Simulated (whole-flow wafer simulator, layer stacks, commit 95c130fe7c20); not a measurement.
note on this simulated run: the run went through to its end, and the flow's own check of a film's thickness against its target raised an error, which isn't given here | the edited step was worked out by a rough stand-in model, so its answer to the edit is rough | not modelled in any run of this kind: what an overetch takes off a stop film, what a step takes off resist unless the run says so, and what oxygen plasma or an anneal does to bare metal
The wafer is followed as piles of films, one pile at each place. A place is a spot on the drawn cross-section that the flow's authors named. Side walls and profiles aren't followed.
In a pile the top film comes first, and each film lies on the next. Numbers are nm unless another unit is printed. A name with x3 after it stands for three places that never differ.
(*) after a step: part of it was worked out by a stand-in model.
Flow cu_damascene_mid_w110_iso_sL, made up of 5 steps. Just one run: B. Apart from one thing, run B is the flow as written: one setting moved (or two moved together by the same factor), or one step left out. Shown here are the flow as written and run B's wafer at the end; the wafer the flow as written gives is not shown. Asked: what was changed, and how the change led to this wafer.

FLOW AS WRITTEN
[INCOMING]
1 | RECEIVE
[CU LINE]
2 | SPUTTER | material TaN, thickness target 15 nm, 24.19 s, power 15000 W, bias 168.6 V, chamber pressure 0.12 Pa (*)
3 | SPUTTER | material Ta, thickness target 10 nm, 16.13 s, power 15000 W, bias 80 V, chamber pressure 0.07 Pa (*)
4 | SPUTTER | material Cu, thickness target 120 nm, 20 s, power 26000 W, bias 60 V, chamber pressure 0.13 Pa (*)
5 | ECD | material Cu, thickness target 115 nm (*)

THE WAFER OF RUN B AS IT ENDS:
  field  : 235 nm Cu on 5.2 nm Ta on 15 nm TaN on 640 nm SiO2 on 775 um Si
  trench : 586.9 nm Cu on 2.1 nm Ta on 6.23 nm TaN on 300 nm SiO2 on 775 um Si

The reason: step 3, SPUTTER: thickness target 5.2 nm was run, though the flow has thickness target 10 nm; step 3, SPUTTER: 8.47 s was run, where the flow has 16.13 s.
The wafer itself shows it: field has Ta 5.2, and step 3 as written asks for 10 nm.

How this came from the change, step by step:
  3 | SPUTTER | material Ta, thickness target 10 nm, 16.13 s, power 15000 W, bias 80 V, chamber pressure 0.07 Pa (*)
      field: Ta gains 5.2 (new film) (it would be, as written: Ta gains 10 (new film))
      trench: Ta gains 2.1 (new film) (it would be, as written: Ta gains 4.05 (new film))
